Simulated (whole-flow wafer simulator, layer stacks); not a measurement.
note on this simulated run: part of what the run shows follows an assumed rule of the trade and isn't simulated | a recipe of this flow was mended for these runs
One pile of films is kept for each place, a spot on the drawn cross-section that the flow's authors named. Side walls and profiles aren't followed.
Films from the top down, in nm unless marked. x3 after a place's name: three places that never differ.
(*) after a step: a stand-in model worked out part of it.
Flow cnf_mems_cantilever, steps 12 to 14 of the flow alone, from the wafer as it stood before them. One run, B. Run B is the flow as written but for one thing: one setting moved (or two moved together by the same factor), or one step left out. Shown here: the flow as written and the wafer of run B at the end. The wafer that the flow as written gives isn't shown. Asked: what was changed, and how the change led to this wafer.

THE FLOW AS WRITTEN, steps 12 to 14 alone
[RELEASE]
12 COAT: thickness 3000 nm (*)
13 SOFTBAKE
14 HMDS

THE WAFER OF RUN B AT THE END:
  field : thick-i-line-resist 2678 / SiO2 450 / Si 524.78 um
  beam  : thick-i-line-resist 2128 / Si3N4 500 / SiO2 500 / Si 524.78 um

The cause: step 12, COAT: thickness 2568 nm was run, where the flow has thickness 3000 nm.

How the change led to this, step by step:
  12 COAT: thickness 3000 nm (*)
      field: thick-i-line-resist +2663 (new film) (as written it would be: thick-i-line-resist +3098.1 (new film))
      beam: thick-i-line-resist +2188 (new film) (as written it would be: thick-i-line-resist +2607.6 (new film))
  13 SOFTBAKE
      field: thick-i-line-resist +15 (as written it would be: thick-i-line-resist +11.9)
      beam: thick-i-line-resist -60 (as written it would be: thick-i-line-resist -47.6)
